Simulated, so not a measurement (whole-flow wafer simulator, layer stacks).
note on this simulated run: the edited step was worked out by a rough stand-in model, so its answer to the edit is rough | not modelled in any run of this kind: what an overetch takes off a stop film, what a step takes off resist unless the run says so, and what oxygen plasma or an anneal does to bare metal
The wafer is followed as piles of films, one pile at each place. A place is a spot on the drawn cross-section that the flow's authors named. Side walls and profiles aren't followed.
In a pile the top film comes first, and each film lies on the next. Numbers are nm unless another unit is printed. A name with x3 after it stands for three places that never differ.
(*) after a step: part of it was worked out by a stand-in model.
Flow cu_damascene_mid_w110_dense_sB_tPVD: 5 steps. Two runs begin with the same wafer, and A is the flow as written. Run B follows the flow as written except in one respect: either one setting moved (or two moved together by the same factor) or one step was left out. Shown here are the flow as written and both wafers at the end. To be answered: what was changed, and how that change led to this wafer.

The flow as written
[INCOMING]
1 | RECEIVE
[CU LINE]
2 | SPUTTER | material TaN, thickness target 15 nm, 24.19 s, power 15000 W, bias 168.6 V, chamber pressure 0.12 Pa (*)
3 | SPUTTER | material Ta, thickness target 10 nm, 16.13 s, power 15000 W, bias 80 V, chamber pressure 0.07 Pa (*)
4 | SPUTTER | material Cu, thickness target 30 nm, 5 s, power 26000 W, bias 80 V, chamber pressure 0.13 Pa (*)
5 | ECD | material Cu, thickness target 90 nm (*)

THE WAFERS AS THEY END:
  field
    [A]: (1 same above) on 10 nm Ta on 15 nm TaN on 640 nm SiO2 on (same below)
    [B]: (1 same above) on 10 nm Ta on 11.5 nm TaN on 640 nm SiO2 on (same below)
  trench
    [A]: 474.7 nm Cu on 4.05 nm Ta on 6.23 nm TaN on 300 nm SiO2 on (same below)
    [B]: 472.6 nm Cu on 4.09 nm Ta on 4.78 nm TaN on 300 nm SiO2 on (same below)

The reason: step 2, SPUTTER: power 11510 W was run, whereas the flow has power 15000 W.

Step by step, how the change led to this:
  2 | SPUTTER | material TaN, thickness target 15 nm, 24.19 s, power 15000 W, bias 168.6 V, chamber pressure 0.12 Pa (*)
      field: A TaN gains 15 (new film) | B TaN gains 11.5 (new film)
      trench: A TaN gains 6.23 (new film) | B TaN gains 4.78 (new film)
